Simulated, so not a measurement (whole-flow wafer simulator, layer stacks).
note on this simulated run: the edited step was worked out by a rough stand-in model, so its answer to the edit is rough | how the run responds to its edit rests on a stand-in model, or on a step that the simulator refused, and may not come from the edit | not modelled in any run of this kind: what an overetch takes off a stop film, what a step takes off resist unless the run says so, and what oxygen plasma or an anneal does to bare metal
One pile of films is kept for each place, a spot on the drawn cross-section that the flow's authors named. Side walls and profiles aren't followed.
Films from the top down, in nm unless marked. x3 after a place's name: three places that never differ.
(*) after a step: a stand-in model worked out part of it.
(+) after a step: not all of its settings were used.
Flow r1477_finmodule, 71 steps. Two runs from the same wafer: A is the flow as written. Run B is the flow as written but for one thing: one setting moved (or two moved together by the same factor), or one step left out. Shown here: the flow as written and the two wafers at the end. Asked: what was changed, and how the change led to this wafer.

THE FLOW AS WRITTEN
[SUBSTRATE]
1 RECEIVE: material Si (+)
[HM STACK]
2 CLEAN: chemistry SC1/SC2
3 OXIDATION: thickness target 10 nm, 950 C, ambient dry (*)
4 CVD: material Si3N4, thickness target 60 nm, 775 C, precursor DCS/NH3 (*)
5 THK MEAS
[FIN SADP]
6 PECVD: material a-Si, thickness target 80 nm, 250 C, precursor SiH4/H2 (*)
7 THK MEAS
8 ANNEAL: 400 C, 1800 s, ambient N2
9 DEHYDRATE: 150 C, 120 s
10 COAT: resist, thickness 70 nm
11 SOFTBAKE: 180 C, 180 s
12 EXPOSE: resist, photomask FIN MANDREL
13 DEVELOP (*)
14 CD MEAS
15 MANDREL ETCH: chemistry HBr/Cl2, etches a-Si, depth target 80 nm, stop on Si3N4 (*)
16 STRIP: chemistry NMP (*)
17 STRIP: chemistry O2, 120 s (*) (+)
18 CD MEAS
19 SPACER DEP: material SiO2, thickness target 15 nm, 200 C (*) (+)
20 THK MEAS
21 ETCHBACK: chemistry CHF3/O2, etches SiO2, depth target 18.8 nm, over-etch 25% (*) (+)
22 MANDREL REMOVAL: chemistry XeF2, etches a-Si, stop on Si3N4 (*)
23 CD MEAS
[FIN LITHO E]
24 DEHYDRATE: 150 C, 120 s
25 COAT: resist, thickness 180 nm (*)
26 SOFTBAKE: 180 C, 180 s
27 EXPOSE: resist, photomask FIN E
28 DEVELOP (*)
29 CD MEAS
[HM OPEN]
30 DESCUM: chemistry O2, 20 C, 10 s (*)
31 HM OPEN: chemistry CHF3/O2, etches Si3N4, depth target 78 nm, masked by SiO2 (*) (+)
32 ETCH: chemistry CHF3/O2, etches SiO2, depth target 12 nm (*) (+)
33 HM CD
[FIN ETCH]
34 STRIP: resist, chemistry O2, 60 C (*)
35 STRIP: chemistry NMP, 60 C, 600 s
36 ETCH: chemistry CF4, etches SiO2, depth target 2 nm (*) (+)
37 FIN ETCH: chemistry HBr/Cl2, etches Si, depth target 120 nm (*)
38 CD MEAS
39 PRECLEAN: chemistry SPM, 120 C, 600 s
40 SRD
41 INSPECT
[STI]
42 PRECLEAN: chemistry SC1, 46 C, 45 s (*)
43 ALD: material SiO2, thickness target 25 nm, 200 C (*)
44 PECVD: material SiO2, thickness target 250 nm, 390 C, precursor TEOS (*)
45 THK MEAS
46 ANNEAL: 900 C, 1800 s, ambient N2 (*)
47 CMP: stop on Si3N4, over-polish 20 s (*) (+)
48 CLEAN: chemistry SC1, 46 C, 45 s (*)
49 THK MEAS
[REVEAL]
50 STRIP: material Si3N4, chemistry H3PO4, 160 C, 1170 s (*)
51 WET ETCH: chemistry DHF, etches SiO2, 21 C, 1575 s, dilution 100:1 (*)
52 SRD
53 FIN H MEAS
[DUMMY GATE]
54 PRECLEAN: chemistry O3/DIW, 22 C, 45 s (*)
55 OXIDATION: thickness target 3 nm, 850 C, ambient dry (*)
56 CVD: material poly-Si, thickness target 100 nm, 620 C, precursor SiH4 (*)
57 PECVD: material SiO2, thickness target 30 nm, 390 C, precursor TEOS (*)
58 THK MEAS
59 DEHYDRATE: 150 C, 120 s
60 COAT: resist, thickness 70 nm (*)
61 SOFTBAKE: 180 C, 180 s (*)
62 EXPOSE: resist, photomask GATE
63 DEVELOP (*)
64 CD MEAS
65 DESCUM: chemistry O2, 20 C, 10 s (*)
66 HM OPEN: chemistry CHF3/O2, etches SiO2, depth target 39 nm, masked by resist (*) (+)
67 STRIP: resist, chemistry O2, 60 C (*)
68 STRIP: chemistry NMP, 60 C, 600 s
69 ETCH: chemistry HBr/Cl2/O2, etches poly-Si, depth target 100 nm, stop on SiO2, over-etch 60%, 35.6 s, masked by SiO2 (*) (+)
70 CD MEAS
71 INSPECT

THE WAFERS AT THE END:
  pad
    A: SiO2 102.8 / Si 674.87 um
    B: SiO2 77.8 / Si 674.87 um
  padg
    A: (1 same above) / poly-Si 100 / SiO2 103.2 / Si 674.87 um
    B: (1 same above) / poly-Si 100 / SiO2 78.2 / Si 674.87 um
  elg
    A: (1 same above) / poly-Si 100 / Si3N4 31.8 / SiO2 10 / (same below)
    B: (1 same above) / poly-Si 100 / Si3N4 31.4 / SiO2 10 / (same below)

The cause: step 46, ANNEAL: 832 C was run, where the flow has 900 C.

How the change led to this, step by step:
  50 STRIP: material Si3N4, chemistry H3PO4, 160 C, 1170 s (*)
      pad, padg, e40sg and 12 more: A SiO2 -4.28 | B SiO2 -5.7
      elg, esg, e40lg and 12 more: A SiO2 -4.28 | B SiO2 -5.26
  51 WET ETCH: chemistry DHF, etches SiO2, 21 C, 1575 s, dilution 100:1 (*)
      pad, padg, e40sg and 12 more: A SiO2 -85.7 | B SiO2 -109.4
      elg, e40lg, e100lg, e200lg, elo, e40lo, e100lo, e200lo: A SiO2 -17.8 (all of it), Si3N4 -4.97 | B SiO2 -16.9 (all of it), Si3N4 -5.29
      (and at 7 more places)
  56 CVD: material poly-Si, thickness target 100 nm, 620 C, precursor SiH4 (*)
      s40cg, s40co: A poly-Si +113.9 (new film) | B poly-Si +133.4 (new film)
      s45cg, s45co: A poly-Si +113.4 (new film) | B poly-Si +133.4 (new film)
      (and at 3 more places)
  60 COAT: resist, thickness 70 nm (*)
      e40sg, eso, e40so: A resist +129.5 (new film) | B resist +153 (new film)
      e100sg, e100so: A resist +129.4 (new film) | B resist +152.9 (new film)
      (and at 14 more places)
  63 DEVELOP (*)
      eso, e40so: A resist -129.5 (all of it) | B resist -153 (all of it)
      e100so: A resist -129.4 (all of it) | B resist -152.9 (all of it)
      (and at 7 more places)
  67 STRIP: resist, chemistry O2, 60 C (*)
      e40lg, e100lg: A resist -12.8 (all of it) | B resist -11.5 (all of it)
      e40sg: A resist -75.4 (all of it) | B resist -98.9 (all of it)
      (and at 9 more places)
  69 ETCH: chemistry HBr/Cl2/O2, etches poly-Si, depth target 100 nm, stop on SiO2, over-etch 60%, 35.6 s, masked by SiO2 (*) (+)
      s40co: A chemical SiO2 -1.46 (all of it), poly-Si -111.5 (all of it), SiO2 -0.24 | B chemical SiO2 -1.56 (all of it), poly-Si -131 (all of it), SiO2 -0.15
      s45co: A chemical SiO2 -1.46 (all of it), poly-Si -110.9 (all of it), SiO2 -0.25 | B chemical SiO2 -1.56 (all of it), poly-Si -131 (all of it), SiO2 -0.15
      (and at 1 more place)
